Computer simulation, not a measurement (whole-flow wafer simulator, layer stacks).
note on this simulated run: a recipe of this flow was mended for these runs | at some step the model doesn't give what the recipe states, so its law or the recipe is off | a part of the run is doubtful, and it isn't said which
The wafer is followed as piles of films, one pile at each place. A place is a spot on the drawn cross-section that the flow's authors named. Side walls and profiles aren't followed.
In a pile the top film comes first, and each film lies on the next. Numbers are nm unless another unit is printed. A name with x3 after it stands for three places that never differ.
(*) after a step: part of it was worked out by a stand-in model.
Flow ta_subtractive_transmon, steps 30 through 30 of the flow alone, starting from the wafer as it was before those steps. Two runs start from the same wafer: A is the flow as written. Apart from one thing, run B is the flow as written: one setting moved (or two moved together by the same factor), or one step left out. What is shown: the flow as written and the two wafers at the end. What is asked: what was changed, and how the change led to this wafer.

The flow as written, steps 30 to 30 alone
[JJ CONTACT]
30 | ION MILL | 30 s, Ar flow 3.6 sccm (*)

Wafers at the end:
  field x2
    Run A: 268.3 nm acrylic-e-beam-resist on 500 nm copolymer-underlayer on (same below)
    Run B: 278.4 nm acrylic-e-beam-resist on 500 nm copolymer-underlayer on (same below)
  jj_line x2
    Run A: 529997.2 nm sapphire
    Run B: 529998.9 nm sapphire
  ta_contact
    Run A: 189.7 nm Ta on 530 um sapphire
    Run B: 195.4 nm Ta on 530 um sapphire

Cause: step 30, ION MILL: 12 s was run, though the flow has 30 s.

Step by step, how the change led to this:
  30 | ION MILL | 30 s, Ar flow 3.6 sccm (*)
      field x2, ta_pad: A acrylic-e-beam-resist loses 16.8 | B acrylic-e-beam-resist loses 6.71
      jj_line x2: A sapphire loses 2.8 | B sapphire loses 1.12
      (as well as at 1 more place)
